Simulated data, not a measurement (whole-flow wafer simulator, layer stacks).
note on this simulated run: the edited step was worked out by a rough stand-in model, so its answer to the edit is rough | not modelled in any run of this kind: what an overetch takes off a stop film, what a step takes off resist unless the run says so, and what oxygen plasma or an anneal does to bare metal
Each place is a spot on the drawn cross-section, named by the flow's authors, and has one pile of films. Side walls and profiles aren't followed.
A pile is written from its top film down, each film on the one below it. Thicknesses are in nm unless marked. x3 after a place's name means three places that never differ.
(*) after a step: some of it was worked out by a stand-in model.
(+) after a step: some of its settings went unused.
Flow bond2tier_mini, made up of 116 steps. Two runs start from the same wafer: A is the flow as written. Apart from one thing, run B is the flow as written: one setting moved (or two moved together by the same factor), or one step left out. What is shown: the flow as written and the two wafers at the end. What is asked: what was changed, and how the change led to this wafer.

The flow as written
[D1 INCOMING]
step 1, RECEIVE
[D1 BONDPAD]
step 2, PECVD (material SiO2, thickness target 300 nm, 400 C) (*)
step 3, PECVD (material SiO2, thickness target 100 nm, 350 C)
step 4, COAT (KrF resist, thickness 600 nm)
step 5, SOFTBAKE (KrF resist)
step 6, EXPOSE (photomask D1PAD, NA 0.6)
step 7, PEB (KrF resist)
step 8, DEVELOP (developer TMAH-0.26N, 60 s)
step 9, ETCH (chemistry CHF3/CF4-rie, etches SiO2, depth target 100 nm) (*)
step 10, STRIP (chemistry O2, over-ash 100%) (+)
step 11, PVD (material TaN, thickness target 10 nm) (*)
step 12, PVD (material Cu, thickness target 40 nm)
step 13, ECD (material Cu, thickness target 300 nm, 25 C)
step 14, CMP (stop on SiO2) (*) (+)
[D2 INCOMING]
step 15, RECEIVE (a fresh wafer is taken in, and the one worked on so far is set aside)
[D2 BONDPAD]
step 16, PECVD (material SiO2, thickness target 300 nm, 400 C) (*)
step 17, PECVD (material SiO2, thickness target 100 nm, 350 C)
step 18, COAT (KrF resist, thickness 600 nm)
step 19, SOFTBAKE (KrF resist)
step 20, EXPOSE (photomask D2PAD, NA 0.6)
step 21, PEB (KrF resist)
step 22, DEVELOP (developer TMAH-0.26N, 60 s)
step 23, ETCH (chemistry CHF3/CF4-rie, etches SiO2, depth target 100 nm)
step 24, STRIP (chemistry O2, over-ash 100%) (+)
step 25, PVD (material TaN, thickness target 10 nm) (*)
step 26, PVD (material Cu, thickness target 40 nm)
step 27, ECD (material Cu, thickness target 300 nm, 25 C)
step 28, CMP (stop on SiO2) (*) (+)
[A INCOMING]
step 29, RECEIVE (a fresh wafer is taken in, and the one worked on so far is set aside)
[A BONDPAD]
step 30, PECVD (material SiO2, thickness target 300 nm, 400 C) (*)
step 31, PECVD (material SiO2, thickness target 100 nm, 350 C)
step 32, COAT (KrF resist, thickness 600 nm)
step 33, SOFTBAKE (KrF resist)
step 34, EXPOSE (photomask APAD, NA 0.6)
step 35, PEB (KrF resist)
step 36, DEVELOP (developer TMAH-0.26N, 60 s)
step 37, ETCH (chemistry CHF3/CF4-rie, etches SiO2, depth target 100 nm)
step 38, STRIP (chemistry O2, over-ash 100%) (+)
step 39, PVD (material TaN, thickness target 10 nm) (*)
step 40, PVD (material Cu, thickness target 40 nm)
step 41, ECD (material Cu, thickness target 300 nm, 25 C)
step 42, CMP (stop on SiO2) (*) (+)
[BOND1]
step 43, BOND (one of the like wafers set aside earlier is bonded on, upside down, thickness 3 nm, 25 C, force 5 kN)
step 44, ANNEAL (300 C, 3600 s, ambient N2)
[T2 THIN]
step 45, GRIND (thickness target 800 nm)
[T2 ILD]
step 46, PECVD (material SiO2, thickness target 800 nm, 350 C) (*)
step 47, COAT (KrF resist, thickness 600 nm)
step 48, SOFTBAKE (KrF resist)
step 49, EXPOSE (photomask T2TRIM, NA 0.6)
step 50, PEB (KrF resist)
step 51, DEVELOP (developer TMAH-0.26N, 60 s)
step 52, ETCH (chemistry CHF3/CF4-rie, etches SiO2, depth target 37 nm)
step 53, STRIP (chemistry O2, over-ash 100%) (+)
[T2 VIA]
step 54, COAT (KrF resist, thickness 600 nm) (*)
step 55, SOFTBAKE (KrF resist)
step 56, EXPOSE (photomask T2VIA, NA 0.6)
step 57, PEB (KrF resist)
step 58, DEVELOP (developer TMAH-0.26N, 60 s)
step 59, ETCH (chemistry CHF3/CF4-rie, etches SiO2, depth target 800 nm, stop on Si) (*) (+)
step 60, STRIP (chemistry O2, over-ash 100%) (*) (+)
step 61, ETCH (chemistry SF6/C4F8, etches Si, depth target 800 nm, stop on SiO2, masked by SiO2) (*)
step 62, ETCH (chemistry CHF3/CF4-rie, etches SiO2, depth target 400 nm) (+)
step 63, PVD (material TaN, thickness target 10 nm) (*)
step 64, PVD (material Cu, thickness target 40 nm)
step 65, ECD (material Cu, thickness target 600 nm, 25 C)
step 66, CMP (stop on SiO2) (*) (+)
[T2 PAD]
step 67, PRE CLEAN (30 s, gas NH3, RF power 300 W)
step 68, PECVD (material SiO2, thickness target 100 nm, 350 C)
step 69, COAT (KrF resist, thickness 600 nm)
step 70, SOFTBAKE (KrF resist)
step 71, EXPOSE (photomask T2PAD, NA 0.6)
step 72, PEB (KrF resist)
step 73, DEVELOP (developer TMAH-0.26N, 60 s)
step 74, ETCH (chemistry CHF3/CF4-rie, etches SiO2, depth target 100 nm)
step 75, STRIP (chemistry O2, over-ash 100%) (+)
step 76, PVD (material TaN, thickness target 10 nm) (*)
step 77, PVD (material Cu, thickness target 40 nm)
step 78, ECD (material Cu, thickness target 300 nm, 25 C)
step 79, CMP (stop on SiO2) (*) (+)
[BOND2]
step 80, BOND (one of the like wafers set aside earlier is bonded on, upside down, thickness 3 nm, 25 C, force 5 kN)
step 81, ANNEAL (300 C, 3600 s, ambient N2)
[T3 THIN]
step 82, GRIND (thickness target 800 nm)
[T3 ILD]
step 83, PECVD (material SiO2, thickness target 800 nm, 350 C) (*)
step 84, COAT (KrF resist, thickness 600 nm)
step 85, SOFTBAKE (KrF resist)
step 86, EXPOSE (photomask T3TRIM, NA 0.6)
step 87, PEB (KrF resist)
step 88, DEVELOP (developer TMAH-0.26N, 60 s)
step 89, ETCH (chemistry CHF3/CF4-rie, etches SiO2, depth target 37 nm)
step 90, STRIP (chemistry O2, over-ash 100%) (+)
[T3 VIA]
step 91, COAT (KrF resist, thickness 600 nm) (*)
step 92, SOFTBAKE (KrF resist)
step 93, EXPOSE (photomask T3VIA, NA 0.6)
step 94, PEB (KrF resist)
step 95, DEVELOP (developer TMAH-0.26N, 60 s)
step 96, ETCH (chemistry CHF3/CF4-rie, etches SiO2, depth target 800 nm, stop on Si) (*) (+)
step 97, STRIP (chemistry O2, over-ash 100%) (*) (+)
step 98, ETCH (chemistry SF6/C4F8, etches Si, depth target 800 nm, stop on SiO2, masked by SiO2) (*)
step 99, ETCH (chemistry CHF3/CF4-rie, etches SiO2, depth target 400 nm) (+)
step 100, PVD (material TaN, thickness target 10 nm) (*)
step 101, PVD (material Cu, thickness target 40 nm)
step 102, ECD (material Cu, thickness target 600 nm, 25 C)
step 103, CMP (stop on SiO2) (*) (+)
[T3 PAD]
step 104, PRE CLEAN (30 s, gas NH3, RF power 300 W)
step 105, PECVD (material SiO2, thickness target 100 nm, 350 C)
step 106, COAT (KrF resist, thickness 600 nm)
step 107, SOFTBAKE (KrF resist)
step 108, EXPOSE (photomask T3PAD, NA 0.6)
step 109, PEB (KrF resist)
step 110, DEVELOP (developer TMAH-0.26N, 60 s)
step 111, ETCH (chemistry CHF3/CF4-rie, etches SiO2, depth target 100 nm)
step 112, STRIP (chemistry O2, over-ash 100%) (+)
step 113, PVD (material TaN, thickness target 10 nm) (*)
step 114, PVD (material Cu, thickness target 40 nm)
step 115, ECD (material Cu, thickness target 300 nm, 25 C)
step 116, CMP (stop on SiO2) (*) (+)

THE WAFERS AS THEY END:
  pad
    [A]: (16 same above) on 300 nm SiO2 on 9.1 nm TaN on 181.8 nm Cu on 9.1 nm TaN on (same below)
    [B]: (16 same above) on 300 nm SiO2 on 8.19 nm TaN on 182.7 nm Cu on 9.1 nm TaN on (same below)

The reason: step 11, PVD: thickness target 9 nm was run, though the flow has thickness target 10 nm.

How this came from the change, step by step:
  step 11, PVD (material TaN, thickness target 10 nm) (*)
      field: A TaN gains 10 (new film) | B TaN gains 9 (new film)
      pad: A TaN gains 9.1 (new film) | B TaN gains 8.19 (new film)
      (and at 1 other place as well)
  step 14, CMP (stop on SiO2) (*) (+)
      field: A Cu loses 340 (all of it), TaN loses 10 (all of it) | B Cu loses 340 (all of it), TaN loses 9 (all of it)
  step 43, BOND (one of the like wafers set aside earlier is bonded on, upside down, thickness 3 nm, 25 C, force 5 kN)
      pad: A Si gains 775 um (new film), chemical SiO2 gains 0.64 (new film), SiO2 gains 300 (new film), TaN gains 9.1 (new film), Cu gains 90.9 | B Si gains 775 um (new film), chemical SiO2 gains 0.64 (new film), SiO2 gains 300 (new film), TaN gains 8.19 (new film), Cu gains 91.8
      via: A Si gains 775 um (new film), chemical SiO2 gains 0.64 (new film), SiO2 gains 300 (new film), TaN gains 9.97 (new film), Cu gains 90 | B Si gains 775 um (new film), chemical SiO2 gains 0.64 (new film), SiO2 gains 300 (new film), TaN gains 8.98 (new film), Cu gains 91
